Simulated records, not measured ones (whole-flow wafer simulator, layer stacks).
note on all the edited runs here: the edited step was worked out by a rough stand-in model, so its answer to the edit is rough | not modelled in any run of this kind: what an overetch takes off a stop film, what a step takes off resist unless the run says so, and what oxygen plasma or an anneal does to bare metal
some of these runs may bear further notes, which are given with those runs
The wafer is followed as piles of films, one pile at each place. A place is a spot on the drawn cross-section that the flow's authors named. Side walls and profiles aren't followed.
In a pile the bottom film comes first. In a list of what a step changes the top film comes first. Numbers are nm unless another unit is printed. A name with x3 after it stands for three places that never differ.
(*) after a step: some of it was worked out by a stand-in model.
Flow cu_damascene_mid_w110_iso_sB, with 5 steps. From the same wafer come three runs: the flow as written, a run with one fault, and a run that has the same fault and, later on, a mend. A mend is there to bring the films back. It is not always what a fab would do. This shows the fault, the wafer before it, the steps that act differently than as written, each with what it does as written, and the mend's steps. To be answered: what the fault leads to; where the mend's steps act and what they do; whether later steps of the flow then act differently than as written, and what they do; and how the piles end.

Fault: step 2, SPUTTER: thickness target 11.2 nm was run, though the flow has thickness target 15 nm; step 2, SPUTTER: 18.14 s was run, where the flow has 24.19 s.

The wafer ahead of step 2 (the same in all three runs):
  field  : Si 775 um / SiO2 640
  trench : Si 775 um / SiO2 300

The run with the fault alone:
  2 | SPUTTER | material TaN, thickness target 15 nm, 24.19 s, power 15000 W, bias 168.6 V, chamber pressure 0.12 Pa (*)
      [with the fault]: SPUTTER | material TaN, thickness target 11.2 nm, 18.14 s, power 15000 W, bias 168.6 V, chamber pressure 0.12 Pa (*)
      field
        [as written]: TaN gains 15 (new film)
        [with the fault]: TaN gains 11.2 (new film)
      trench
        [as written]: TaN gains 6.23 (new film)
        [with the fault]: TaN gains 4.65 (new film)
  None of the later steps of the flow differs from how it acts as written, at any place that is followed, by more than 2% or 0.5 nm, whichever is larger.
  By the end, the piles at field, trench depart from the flow's by more than 2% or 0.5 nm, whichever is larger.
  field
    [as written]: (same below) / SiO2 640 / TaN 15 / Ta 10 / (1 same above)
    [with the fault]: (same below) / SiO2 640 / TaN 11.2 / Ta 10 / (1 same above)
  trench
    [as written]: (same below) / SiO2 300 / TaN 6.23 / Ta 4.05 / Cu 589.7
    [with the fault]: (same below) / SiO2 300 / TaN 4.65 / Ta 4.09 / Cu 587.5

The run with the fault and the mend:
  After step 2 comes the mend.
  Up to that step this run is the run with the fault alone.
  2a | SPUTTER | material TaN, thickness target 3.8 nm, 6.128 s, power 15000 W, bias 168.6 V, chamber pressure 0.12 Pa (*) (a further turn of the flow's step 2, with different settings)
      field
        TaN gains 3.8
      trench
        TaN gains 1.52
  None of the later steps of the flow differs from how it acts as written, at any place that is followed, by more than 2% or 0.5 nm, whichever is larger.
  When the end is reached, the piles differ only a little from the flow's at the places that both follow, at most by 2% or 0.5 nm, whichever is larger.
